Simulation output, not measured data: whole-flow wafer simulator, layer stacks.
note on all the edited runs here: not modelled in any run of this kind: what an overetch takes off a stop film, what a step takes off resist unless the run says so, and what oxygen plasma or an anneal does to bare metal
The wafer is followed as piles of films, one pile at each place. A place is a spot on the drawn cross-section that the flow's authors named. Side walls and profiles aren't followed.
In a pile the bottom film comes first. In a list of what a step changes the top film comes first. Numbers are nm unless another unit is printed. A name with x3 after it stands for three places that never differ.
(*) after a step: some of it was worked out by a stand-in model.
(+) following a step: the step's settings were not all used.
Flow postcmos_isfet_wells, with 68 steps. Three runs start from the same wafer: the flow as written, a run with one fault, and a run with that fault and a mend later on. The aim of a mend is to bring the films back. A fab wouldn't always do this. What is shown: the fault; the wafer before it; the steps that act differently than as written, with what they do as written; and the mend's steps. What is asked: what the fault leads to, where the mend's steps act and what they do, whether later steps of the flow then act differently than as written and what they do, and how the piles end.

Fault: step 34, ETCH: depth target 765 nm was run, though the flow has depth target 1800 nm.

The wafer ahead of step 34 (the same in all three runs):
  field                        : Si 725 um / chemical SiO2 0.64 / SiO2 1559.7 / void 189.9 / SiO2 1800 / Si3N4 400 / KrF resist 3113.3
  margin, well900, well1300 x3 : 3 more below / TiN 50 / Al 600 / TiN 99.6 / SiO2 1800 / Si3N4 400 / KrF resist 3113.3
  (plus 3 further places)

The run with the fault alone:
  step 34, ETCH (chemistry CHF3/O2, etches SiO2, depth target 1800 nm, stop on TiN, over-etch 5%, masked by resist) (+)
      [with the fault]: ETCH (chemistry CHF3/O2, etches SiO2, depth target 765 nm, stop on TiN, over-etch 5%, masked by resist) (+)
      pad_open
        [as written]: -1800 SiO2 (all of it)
        [with the fault]: -765 SiO2
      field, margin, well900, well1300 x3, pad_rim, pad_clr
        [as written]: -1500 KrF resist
        [with the fault]: -637.5 KrF resist
  Steps further on in the flow that do not act as written (1 more step, not shown, differs only slightly: by at most 2% or 0.5 nm, whichever is larger):
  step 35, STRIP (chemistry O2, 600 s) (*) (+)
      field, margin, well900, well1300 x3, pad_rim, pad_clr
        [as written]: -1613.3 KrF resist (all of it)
        [with the fault]: -2475.8 KrF resist (all of it)
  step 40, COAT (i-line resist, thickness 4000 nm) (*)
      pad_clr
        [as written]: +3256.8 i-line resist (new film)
        [with the fault]: +3590.4 i-line resist (new film)
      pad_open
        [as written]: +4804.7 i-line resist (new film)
        [with the fault]: +4430.5 i-line resist (new film)
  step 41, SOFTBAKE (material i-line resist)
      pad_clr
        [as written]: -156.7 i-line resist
        [with the fault]: -64 i-line resist
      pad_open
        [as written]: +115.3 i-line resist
        [with the fault]: +64.9 i-line resist
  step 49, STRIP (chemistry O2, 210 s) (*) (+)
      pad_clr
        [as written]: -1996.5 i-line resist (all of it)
        [with the fault]: -2422.7 i-line resist (all of it)
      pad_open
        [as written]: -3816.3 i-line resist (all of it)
        [with the fault]: -3391.8 i-line resist (all of it)
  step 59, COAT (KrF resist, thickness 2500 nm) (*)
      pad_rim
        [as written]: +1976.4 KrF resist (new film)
        [with the fault]: +2217.2 KrF resist (new film)
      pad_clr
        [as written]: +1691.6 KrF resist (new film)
        [with the fault]: +2052.2 KrF resist (new film)
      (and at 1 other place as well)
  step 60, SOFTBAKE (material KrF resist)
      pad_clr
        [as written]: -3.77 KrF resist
        [with the fault]: -2.02 KrF resist
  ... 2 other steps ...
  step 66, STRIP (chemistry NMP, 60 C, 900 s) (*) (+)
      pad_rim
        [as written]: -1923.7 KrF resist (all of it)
        [with the fault]: -2162.4 KrF resist (all of it)
  The piles end different from the flow's at pad_open by more than 2% or 0.5 nm, whichever is larger.
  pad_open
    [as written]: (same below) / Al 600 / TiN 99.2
    [with the fault]: (same below) / Al 600 / TiN 99.6 / SiO2 1035

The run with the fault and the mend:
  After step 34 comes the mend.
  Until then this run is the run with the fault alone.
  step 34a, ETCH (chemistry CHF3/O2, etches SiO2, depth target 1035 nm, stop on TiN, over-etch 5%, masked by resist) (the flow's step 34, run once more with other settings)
      field, margin, well900, well1300 x3, pad_rim, pad_clr
        -862.5 KrF resist
      pad_open
        -1035 SiO2 (all of it)
  None of the later steps of the flow acts differently than as written at any place that is followed.
  By the end, the piles equal the flow's at every place that both follow.
